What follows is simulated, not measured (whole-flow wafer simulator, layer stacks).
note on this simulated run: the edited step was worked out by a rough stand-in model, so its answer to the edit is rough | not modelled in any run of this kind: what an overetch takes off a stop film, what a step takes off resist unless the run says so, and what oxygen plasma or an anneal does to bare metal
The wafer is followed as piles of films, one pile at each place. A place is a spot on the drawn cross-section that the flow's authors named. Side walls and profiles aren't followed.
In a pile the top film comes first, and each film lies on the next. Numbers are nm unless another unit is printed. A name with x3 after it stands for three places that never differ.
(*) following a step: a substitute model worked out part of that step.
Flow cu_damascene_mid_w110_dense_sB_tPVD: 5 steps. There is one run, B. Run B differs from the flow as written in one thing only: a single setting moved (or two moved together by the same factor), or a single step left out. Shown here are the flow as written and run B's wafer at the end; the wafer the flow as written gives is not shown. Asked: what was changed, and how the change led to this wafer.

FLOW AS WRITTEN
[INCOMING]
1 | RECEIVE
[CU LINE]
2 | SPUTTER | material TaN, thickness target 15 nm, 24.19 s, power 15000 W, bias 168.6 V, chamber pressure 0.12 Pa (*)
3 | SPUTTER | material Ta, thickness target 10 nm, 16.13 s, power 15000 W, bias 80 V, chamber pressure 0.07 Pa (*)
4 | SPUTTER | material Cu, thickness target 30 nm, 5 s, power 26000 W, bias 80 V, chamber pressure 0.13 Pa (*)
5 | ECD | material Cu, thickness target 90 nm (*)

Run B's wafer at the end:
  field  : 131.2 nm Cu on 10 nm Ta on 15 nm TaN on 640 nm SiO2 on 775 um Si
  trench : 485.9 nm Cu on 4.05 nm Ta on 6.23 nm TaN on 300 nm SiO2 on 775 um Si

Cause: step 4, SPUTTER: thickness target 41.2 nm was run, though the flow has thickness target 30 nm; step 4, SPUTTER: 6.88 s was run, where the flow has 5 s.

Step by step, how the change led to this:
  4 | SPUTTER | material Cu, thickness target 30 nm, 5 s, power 26000 W, bias 80 V, chamber pressure 0.13 Pa (*)
      field: +41.2 Cu (new film) (as written it would have been: +30 Cu (new film))
      trench: +17.1 Cu (new film) (as written it would have been: +12.5 Cu (new film))
